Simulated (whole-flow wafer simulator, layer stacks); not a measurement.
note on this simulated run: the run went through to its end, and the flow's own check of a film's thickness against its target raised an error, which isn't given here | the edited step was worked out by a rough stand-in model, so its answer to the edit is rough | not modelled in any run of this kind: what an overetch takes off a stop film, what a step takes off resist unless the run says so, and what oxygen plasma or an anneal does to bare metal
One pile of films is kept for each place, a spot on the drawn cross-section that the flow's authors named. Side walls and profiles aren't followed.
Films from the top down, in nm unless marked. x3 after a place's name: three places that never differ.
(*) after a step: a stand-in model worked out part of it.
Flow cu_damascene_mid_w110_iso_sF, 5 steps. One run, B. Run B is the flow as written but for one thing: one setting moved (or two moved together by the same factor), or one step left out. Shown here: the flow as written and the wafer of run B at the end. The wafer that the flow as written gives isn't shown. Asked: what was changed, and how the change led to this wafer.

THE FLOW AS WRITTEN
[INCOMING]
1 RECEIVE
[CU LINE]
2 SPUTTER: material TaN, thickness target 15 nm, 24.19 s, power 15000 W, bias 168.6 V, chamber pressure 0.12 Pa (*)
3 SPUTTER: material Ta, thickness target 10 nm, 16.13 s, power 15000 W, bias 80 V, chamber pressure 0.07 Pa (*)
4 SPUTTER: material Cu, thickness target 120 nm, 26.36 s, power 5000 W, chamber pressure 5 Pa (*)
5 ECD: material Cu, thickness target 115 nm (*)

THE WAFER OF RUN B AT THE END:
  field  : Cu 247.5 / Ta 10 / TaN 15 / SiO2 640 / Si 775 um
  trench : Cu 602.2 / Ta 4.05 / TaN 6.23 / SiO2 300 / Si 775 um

The cause: step 4, SPUTTER: 29 s was run, where the flow has 26.36 s.

How the change led to this, step by step:
  4 SPUTTER: material Cu, thickness target 120 nm, 26.36 s, power 5000 W, chamber pressure 5 Pa (*)
      field: Cu +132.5 (new film) (as written it would be: Cu +120 (new film))
      trench: Cu +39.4 (new film) (as written it would be: Cu +35.7 (new film))
